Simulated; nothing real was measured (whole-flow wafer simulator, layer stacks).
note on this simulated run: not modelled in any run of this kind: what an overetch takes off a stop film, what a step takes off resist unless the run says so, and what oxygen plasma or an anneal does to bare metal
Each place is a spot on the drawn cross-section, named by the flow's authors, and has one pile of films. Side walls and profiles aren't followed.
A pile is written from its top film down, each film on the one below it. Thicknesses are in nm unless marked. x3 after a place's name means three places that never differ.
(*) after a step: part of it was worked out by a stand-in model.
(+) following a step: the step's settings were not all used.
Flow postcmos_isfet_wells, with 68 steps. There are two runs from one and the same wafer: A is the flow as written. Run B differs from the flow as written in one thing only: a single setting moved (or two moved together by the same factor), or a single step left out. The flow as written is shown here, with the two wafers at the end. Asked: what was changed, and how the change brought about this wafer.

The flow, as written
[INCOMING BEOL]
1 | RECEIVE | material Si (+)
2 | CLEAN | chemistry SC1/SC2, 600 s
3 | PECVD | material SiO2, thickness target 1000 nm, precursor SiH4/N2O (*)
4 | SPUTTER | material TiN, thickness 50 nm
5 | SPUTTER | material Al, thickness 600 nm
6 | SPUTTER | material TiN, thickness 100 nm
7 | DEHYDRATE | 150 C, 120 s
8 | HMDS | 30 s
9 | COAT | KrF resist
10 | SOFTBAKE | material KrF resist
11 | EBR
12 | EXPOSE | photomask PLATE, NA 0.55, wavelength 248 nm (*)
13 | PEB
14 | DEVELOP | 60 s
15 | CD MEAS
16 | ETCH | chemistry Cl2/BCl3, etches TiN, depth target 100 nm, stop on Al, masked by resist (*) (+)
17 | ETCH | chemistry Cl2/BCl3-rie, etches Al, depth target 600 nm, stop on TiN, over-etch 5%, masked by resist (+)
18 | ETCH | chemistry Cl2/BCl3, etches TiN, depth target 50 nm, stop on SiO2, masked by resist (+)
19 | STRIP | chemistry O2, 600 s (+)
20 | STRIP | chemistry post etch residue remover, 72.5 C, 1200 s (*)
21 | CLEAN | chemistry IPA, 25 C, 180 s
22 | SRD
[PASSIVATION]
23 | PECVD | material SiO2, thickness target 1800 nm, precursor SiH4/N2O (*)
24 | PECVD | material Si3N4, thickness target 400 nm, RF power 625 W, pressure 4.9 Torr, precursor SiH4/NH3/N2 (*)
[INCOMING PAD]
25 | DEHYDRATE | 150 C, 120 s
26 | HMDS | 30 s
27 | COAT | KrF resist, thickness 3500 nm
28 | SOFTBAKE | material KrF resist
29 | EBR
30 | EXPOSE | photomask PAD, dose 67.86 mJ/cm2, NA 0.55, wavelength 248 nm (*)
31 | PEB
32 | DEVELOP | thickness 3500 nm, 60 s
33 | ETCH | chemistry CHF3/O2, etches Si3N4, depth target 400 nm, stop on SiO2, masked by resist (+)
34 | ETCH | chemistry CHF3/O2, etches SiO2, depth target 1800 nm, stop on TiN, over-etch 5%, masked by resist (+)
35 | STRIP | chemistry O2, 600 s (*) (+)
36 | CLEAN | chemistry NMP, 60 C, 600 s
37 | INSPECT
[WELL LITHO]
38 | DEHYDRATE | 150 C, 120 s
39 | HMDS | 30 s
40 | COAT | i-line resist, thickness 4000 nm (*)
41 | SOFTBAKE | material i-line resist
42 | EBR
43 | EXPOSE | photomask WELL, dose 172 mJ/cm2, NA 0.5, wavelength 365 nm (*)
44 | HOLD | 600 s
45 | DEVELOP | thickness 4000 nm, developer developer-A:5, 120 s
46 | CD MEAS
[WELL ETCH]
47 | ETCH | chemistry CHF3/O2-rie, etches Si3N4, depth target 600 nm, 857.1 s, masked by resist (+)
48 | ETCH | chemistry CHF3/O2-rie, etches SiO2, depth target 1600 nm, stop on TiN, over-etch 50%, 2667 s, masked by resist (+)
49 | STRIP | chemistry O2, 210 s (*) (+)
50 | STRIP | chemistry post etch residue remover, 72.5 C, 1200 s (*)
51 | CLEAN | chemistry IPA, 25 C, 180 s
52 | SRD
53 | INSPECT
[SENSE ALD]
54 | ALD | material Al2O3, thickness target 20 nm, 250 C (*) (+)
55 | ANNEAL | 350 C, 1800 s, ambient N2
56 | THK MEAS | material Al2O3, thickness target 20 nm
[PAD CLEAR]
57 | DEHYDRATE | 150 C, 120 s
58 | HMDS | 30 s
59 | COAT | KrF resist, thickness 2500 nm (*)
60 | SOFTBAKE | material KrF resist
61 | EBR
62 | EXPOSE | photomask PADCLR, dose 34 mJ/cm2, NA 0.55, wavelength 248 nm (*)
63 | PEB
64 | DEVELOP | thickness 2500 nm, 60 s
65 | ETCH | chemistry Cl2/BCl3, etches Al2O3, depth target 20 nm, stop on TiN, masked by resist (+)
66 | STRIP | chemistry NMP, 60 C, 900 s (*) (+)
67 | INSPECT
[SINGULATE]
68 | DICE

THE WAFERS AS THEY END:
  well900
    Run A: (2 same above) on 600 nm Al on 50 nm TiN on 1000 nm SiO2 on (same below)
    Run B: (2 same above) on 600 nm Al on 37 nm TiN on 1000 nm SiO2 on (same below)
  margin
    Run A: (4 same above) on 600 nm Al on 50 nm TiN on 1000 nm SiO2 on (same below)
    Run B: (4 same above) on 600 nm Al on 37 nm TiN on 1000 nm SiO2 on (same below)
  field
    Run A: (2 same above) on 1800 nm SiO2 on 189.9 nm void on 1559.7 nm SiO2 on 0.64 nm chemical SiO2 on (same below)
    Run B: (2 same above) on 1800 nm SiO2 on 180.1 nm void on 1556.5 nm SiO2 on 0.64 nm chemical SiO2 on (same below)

What caused this: step 4, SPUTTER: thickness 37 nm was run, though the flow has thickness 50 nm.
The wafer lets one read it off: well900 has TiN 37, and step 4 as written asks for 50 nm.

How this came from the change, step by step:
  4 | SPUTTER | material TiN, thickness 50 nm
      field, margin, well900, well1300 x3, pad_rim, pad_clr, pad_open: A +50 TiN (new film) | B +37 TiN (new film)
  18 | ETCH | chemistry Cl2/BCl3, etches TiN, depth target 50 nm, stop on SiO2, masked by resist (+)
      field: A -50 TiN (all of it) | B -37 TiN (all of it)
  23 | PECVD | material SiO2, thickness target 1800 nm, precursor SiH4/N2O (*)
      field: A +1800 SiO2 (new film), +189.9 void (new film), +559.7 SiO2 | B +1800 SiO2 (new film), +180.1 void (new film), +556.5 SiO2
